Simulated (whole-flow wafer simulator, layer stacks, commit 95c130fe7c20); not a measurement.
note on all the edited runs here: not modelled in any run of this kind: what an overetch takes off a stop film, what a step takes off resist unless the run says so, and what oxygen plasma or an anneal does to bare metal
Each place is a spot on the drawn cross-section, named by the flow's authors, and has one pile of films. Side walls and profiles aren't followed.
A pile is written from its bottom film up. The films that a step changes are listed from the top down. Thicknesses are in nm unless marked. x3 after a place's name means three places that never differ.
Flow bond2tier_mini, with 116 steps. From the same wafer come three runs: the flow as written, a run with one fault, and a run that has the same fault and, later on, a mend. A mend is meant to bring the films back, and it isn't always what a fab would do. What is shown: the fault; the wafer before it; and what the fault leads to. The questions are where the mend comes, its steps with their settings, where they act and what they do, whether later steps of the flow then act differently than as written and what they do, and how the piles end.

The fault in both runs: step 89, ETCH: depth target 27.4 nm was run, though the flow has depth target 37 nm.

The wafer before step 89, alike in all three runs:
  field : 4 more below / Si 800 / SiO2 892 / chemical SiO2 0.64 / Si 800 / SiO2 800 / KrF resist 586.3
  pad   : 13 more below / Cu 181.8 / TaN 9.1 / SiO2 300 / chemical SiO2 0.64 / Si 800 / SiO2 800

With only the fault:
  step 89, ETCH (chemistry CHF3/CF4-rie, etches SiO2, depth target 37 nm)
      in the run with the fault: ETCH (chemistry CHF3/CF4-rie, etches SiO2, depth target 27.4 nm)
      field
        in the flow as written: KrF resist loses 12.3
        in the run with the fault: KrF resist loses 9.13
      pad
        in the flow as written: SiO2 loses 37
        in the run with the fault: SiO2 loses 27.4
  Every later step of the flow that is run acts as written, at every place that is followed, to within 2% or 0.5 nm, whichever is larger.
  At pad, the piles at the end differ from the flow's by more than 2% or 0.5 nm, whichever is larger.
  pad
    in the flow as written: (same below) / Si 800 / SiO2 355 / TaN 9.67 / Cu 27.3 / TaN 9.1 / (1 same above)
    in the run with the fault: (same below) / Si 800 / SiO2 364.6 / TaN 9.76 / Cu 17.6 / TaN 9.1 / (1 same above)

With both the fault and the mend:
  The mend stands after step 89.
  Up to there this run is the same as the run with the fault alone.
  step 89a, ETCH (chemistry CHF3/CF4-rie, etches SiO2, depth target 9.6 nm) (the flow's step 89, run once more with other settings)
      field
        KrF resist loses 3.2
      pad
        SiO2 loses 9.6
  Every later step of the flow that is run acts as written at every place that is followed.
  The piles end the same as the flow's at every place that both follow.
